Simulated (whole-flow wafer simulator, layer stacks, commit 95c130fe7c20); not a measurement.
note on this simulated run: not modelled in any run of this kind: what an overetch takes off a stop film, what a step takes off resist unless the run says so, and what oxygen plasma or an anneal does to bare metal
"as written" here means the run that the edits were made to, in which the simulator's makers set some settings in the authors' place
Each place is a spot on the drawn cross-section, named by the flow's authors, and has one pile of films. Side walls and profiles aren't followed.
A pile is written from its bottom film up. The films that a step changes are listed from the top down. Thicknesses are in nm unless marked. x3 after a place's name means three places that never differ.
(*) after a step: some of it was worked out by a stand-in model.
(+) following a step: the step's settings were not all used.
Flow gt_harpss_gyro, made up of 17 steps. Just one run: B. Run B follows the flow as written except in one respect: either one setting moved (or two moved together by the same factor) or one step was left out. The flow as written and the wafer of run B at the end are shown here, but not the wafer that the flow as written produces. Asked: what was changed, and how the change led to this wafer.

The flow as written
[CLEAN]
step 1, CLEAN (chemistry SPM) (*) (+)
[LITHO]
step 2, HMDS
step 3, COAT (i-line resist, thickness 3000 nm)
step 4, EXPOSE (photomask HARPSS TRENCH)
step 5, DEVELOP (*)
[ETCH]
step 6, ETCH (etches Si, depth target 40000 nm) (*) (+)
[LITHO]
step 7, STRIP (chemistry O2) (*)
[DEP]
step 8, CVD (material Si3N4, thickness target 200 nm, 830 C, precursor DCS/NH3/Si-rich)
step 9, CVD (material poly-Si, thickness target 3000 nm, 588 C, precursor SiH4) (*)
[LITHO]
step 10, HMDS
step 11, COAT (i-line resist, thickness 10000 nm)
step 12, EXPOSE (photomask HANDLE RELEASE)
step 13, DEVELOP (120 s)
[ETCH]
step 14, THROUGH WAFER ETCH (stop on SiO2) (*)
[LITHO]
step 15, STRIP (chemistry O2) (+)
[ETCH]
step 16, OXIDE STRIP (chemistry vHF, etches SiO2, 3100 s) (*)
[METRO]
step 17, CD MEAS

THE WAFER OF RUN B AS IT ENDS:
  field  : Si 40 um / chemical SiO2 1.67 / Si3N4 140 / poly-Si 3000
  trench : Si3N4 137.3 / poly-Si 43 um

The reason: step 8, CVD: thickness target 140 nm was run, while the flow as written has thickness target 200 nm.
The wafer itself shows it: field has Si3N4 140, and step 8 as written asks for 200 nm.

Step by step, how the change led to this:
  step 8, CVD (material Si3N4, thickness target 200 nm, 830 C, precursor DCS/NH3/Si-rich)
      field: Si3N4 gains 140 (new film) (it would be, as written: Si3N4 gains 200 (new film))
      trench: Si3N4 gains 137.3 (new film) (it would be, as written: Si3N4 gains 195.9 (new film))
  step 9, CVD (material poly-Si, thickness target 3000 nm, 588 C, precursor SiH4) (*)
      trench: poly-Si gains 43 um (new film) (it would be, as written: poly-Si gains 43.01 um (new film))
